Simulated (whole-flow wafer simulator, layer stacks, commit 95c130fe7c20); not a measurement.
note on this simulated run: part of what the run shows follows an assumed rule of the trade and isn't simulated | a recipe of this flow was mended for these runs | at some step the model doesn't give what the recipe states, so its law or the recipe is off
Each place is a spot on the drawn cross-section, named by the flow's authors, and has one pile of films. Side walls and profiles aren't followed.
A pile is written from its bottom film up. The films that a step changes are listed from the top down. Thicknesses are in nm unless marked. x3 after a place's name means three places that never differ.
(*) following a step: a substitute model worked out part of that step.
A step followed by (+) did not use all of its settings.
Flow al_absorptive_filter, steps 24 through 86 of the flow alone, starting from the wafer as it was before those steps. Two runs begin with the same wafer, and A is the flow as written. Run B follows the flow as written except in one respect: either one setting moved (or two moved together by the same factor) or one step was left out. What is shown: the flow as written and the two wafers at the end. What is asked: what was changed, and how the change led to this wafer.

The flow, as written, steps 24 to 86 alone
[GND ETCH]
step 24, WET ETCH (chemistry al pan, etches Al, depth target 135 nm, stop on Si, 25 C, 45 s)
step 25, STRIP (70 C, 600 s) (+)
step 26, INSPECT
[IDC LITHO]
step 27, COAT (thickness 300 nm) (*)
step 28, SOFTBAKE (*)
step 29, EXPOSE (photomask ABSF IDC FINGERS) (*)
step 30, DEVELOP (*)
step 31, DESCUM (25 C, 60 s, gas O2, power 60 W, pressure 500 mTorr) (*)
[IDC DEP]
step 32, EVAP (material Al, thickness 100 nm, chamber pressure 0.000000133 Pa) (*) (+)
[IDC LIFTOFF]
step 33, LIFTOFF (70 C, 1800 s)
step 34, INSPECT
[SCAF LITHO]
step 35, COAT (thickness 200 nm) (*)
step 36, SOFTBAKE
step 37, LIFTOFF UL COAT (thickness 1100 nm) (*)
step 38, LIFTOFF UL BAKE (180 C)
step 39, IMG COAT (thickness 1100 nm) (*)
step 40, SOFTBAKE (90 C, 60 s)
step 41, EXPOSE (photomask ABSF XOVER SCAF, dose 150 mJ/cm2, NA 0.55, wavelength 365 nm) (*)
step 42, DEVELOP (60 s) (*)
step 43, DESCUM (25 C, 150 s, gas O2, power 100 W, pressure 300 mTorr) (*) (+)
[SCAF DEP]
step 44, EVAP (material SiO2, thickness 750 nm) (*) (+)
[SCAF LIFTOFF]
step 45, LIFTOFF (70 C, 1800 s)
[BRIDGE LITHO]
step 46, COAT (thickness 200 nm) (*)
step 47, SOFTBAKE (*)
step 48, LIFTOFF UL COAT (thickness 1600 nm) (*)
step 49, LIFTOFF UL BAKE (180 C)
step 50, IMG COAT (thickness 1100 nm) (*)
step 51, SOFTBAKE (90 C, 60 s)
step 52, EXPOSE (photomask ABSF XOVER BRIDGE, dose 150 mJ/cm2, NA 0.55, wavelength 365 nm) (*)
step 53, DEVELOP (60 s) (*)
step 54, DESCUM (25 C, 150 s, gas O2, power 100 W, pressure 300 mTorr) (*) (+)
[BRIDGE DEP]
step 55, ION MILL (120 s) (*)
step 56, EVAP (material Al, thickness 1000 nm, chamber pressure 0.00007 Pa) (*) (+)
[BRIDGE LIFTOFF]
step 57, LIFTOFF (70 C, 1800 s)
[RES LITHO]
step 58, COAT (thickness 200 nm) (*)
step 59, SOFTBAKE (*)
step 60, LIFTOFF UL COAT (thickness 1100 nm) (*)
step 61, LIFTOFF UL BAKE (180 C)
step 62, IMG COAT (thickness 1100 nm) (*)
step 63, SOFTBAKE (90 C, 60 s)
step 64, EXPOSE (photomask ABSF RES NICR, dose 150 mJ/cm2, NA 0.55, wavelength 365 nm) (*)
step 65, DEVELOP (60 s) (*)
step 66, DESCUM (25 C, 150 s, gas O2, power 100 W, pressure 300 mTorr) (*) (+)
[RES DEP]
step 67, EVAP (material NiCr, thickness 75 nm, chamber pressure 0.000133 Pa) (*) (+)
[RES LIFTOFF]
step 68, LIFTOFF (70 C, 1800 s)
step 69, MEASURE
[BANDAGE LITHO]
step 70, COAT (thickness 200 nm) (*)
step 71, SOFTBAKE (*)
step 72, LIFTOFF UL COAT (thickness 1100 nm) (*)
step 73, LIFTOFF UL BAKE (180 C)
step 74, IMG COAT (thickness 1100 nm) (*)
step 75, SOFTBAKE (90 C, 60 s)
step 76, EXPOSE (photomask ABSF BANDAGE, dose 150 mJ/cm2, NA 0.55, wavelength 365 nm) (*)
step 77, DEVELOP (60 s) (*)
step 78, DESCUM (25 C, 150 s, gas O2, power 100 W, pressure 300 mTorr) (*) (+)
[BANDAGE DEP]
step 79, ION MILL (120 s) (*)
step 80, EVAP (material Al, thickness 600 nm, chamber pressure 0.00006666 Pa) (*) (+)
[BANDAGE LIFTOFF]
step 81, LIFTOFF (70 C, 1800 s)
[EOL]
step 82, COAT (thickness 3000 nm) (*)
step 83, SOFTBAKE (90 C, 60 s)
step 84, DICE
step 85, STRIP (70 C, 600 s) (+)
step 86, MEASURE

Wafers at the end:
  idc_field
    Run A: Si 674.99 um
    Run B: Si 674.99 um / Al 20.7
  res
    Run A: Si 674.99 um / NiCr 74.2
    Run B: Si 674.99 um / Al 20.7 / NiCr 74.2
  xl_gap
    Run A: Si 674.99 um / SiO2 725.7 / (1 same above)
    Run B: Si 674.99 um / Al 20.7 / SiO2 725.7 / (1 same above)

What caused this: step 24, WET ETCH: 22 s was run, while the flow as written has 45 s.

Step by step, how the change led to this:
  step 24, WET ETCH (chemistry al pan, etches Al, depth target 135 nm, stop on Si, 25 C, 45 s)
      res, xl_gap, idc_field, idc_line, idc_space: A Al loses 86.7 (all of it) | B Al loses 66
  step 27, COAT (thickness 300 nm) (*)
      ledge: A e-beam-resist gains 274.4 (new film) | B e-beam-resist gains 280.4 (new film)
      res: A e-beam-resist gains 349.6 (new film) | B e-beam-resist gains 339.8 (new film)
      (and at 1 other place as well)
  step 31, DESCUM (25 C, 60 s, gas O2, power 60 W, pressure 500 mTorr) (*)
      idc_line: A chemical SiO2 gains 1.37 (new film), Si loses 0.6 | B nothing
  step 32, EVAP (material Al, thickness 100 nm, chamber pressure 0.000000133 Pa) (*) (+)
      idc_line: A Al gains 100 (new film) | B Al gains 100
  step 33, LIFTOFF (70 C, 1800 s)
      ledge: A Al loses 100 (all of it), e-beam-resist loses 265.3 (all of it) | B Al loses 100 (all of it), e-beam-resist loses 271.4 (all of it)
      res: A Al loses 100 (all of it), e-beam-resist loses 340.6 (all of it) | B Al loses 100 (all of it), e-beam-resist loses 330.8 (all of it)
      (and at 1 other place as well)
  step 35, COAT (thickness 200 nm) (*)
      ledge: A acrylic-e-beam-resist gains 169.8 (new film) | B acrylic-e-beam-resist gains 176.7 (new film)
      res: A acrylic-e-beam-resist gains 231.4 (new film) | B acrylic-e-beam-resist gains 225.6 (new film)
      (and at 1 other place as well)
  step 43, DESCUM (25 C, 150 s, gas O2, power 100 W, pressure 300 mTorr) (*) (+)
      gnd, pad_far, pad_near and 7 more: A i-line-resist loses 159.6 | B i-line-resist loses 151.6
      xl_gap: A acrylic-e-beam-resist loses 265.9 (all of it) | B acrylic-e-beam-resist loses 252.6 (all of it)
  step 45, LIFTOFF (70 C, 1800 s)
      ledge: A SiO2 loses 750 (all of it), i-line-resist loses 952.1 (all of it), lift-off-underlayer loses 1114 (all of it), acrylic-e-beam-resist loses 169.8 (all of it) | B SiO2 loses 750 (all of it), i-line-resist loses 957.2 (all of it), lift-off-underlayer loses 1111.4 (all of it), acrylic-e-beam-resist loses 176.7 (all of it)
      res: A SiO2 loses 750 (all of it), i-line-resist loses 956.3 (all of it), lift-off-underlayer loses 1148.2 (all of it), acrylic-e-beam-resist loses 231.4 (all of it) | B SiO2 loses 750 (all of it), i-line-resist loses 960.7 (all of it), lift-off-underlayer loses 1138.2 (all of it), acrylic-e-beam-resist loses 225.6 (all of it)
  step 46, COAT (thickness 200 nm) (*)
      ledge: A acrylic-e-beam-resist gains 169.8 (new film) | B acrylic-e-beam-resist gains 176.7 (new film)
      res: A acrylic-e-beam-resist gains 231.4 (new film) | B acrylic-e-beam-resist gains 225.6 (new film)
      (and at 2 other places as well)
  step 54, DESCUM (25 C, 150 s, gas O2, power 100 W, pressure 300 mTorr) (*) (+)
      xl_gap: A acrylic-e-beam-resist loses 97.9 (all of it) | B acrylic-e-beam-resist loses 90.5 (all of it)
      xl_turn: A acrylic-e-beam-resist loses 141.8 (all of it) | B acrylic-e-beam-resist loses 145.2 (all of it)
  step 57, LIFTOFF (70 C, 1800 s)
      ledge: A Al loses 1000 (all of it), i-line-resist loses 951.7 (all of it), lift-off-underlayer loses 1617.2 (all of it), acrylic-e-beam-resist loses 169.8 (all of it) | B Al loses 1000 (all of it), i-line-resist loses 949.4 (all of it), lift-off-underlayer loses 1613.9 (all of it), acrylic-e-beam-resist loses 176.7 (all of it)
      res: A Al loses 1000 (all of it), i-line-resist loses 954.3 (all of it), lift-off-underlayer loses 1653.2 (all of it), acrylic-e-beam-resist loses 231.4 (all of it) | B Al loses 1000 (all of it), i-line-resist loses 951.6 (all of it), lift-off-underlayer loses 1642.2 (all of it), acrylic-e-beam-resist loses 225.6 (all of it)
  step 58, COAT (thickness 200 nm) (*)
      ledge: A acrylic-e-beam-resist gains 169.8 (new film) | B acrylic-e-beam-resist gains 176.7 (new film)
      res: A acrylic-e-beam-resist gains 231.4 (new film) | B acrylic-e-beam-resist gains 225.6 (new film)
      (and at 1 other place as well)
  step 66, DESCUM (25 C, 150 s, gas O2, power 100 W, pressure 300 mTorr) (*) (+)
      gnd, pad_far, xa_field and 8 more: A i-line-resist loses 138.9 | B i-line-resist loses 135.4
      ledge: A acrylic-e-beam-resist loses 169.8 (all of it) | B acrylic-e-beam-resist loses 176.7 (all of it)
      (and at 1 other place as well)
  step 68, LIFTOFF (70 C, 1800 s)
      xl_gap: A NiCr loses 75 (all of it), i-line-resist loses 818.3 (all of it), lift-off-underlayer loses 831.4 (all of it), acrylic-e-beam-resist loses 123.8 (all of it) | B NiCr loses 75 (all of it), i-line-resist loses 819.6 (all of it), lift-off-underlayer loses 819.8 (all of it), acrylic-e-beam-resist loses 119.6 (all of it)
  step 70, COAT (thickness 200 nm) (*)
      ledge: A acrylic-e-beam-resist gains 167 (new film) | B acrylic-e-beam-resist gains 173.5 (new film)
      res: A acrylic-e-beam-resist gains 218.1 (new film) | B acrylic-e-beam-resist gains 211.9 (new film)
      (and at 2 other places as well)
  step 81, LIFTOFF (70 C, 1800 s)
      ledge: A Al loses 600 (all of it), i-line-resist loses 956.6 (all of it), lift-off-underlayer loses 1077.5 (all of it), acrylic-e-beam-resist loses 167 (all of it) | B Al loses 600 (all of it), i-line-resist loses 953.8 (all of it), lift-off-underlayer loses 1075.1 (all of it), acrylic-e-beam-resist loses 173.5 (all of it)
      res: A Al loses 600 (all of it), i-line-resist loses 964.1 (all of it), lift-off-underlayer loses 1118.2 (all of it), acrylic-e-beam-resist loses 218.1 (all of it) | B Al loses 600 (all of it), i-line-resist loses 960.7 (all of it), lift-off-underlayer loses 1108.5 (all of it), acrylic-e-beam-resist loses 211.9 (all of it)
      (and at 2 other places as well)
  step 83, SOFTBAKE (90 C, 60 s)
      res: A i-line-resist loses 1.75 | B i-line-resist loses 2.39
If metal films that touch count as one body, idc_field has 1 body; the flow as written gives 0 bodies.
If metal films that touch count as one body, res has 1 body; the flow as written gives 0 bodies.
If metal films that touch count as one body, xl_gap has 2 bodies (between them, from the top down: SiO2 725.7); the flow as written gives 1 body.
